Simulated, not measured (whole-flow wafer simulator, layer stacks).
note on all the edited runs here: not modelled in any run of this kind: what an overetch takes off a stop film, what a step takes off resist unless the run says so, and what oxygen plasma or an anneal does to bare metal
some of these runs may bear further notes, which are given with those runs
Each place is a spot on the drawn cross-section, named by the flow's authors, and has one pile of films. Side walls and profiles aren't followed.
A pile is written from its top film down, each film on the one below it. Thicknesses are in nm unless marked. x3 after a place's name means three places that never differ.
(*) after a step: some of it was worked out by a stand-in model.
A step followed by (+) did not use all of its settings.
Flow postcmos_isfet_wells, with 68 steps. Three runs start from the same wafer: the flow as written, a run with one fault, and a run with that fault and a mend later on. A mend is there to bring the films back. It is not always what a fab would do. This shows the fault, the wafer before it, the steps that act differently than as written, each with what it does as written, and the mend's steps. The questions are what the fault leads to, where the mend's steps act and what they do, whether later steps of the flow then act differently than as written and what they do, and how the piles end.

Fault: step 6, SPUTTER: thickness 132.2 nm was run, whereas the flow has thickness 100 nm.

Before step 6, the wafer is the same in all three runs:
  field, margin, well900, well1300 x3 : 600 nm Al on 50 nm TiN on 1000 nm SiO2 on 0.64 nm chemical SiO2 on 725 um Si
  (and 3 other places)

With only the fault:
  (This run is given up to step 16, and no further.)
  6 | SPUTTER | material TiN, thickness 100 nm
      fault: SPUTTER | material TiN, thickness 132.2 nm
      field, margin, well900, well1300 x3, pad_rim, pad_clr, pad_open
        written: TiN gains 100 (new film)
        fault: TiN gains 132.2 (new film)
  Steps later in the flow that act otherwise than as written:
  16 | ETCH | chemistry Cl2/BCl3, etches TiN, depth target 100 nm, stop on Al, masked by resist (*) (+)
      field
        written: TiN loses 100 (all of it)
        fault: TiN loses 100
  Once step 16 is done, the piles at field, margin, well900, well1300 x3, pad_rim, pad_clr, pad_open depart from the flow's by more than 2% or 0.5 nm, whichever is larger.
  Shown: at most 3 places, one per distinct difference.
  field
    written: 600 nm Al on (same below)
    fault: 32.2 nm TiN on 600 nm Al on (same below)
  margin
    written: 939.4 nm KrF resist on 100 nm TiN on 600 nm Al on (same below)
    fault: 939.4 nm KrF resist on 132.2 nm TiN on 600 nm Al on (same below)

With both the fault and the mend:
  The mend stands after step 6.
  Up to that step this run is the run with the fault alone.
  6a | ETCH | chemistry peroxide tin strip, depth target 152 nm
      field, margin, well900, well1300 x3, pad_rim, pad_clr, pad_open
        TiN loses 132.2 (all of it)
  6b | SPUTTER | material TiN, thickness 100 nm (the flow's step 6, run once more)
      field, margin, well900, well1300 x3, pad_rim, pad_clr, pad_open
        TiN gains 100 (new film)
  None of the later steps of the flow acts differently than as written at any place that is followed.
  By the end, the piles equal the flow's at every place that both follow.
